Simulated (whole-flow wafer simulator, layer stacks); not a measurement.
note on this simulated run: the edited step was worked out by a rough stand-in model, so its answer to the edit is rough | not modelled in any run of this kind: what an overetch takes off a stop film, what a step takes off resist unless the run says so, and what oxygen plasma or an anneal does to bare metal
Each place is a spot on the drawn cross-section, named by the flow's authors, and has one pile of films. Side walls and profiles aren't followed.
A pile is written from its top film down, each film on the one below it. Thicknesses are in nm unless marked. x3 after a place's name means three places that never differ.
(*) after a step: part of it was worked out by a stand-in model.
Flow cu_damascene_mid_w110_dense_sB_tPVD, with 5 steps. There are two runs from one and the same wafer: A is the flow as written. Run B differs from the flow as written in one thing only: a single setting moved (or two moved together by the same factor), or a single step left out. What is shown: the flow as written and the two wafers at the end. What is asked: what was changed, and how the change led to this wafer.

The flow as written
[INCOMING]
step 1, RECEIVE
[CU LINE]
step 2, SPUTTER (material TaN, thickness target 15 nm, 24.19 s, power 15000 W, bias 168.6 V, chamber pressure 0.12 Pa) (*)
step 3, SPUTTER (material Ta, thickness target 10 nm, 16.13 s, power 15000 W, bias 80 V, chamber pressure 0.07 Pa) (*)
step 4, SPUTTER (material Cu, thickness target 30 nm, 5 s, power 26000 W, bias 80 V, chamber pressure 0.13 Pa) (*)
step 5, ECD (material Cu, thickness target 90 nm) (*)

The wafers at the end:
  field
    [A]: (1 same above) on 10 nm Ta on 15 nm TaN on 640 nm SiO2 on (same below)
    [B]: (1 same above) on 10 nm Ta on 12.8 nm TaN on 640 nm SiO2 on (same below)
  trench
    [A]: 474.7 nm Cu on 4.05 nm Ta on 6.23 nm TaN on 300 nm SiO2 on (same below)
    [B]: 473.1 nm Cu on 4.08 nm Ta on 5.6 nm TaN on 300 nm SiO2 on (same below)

What caused this: step 2, SPUTTER: 19.65 s was run, though the flow has 24.19 s; step 2, SPUTTER: bias 137 V was run, where the flow has bias 168.6 V.

Step by step, how the change led to this:
  step 2, SPUTTER (material TaN, thickness target 15 nm, 24.19 s, power 15000 W, bias 168.6 V, chamber pressure 0.12 Pa) (*)
      field: A TaN gains 15 (new film) | B TaN gains 12.8 (new film)
      trench: A TaN gains 6.23 (new film) | B TaN gains 5.6 (new film)
